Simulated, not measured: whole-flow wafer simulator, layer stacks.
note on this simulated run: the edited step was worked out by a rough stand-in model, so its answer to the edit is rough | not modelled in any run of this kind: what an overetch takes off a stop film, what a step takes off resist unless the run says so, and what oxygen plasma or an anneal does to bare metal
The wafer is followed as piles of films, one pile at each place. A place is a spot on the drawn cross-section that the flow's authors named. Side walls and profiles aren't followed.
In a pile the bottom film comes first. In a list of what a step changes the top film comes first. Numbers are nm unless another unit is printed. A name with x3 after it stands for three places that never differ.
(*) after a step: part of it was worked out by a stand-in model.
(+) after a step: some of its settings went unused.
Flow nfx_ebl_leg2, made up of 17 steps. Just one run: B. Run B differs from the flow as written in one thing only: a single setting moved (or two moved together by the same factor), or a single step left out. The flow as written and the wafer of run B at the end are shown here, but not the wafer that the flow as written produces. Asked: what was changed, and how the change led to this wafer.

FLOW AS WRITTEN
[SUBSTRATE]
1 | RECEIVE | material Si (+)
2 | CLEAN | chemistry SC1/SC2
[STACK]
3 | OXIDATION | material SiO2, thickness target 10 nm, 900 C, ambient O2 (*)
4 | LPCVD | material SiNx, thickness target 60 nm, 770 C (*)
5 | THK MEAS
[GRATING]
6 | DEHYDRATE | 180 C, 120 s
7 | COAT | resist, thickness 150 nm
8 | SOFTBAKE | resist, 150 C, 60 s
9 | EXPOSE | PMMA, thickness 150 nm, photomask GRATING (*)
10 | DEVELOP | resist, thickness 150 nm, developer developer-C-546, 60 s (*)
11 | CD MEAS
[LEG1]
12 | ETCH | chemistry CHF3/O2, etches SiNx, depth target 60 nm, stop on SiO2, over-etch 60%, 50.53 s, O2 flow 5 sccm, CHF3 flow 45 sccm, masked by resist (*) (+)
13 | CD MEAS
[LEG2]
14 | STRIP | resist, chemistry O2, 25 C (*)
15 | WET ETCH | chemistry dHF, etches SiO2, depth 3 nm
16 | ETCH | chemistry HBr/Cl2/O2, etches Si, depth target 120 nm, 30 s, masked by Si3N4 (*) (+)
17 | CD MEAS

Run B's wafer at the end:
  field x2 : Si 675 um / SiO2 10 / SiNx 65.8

What caused this: step 4, LPCVD: 782 C was run, whereas the flow has 770 C.

Step by step, how the change led to this:
  4 | LPCVD | material SiNx, thickness target 60 nm, 770 C (*)
      field x2, pad x2: +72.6 SiNx (new film) (as written it would have been: +60 SiNx (new film))
  12 | ETCH | chemistry CHF3/O2, etches SiNx, depth target 60 nm, stop on SiO2, over-etch 60%, 50.53 s, O2 flow 5 sccm, CHF3 flow 45 sccm, masked by resist (*) (+)
      pad x2: -72.6 SiNx (all of it), -10 SiO2 (all of it) (as written it would have been: -60 SiNx (all of it), -10 SiO2 (all of it))
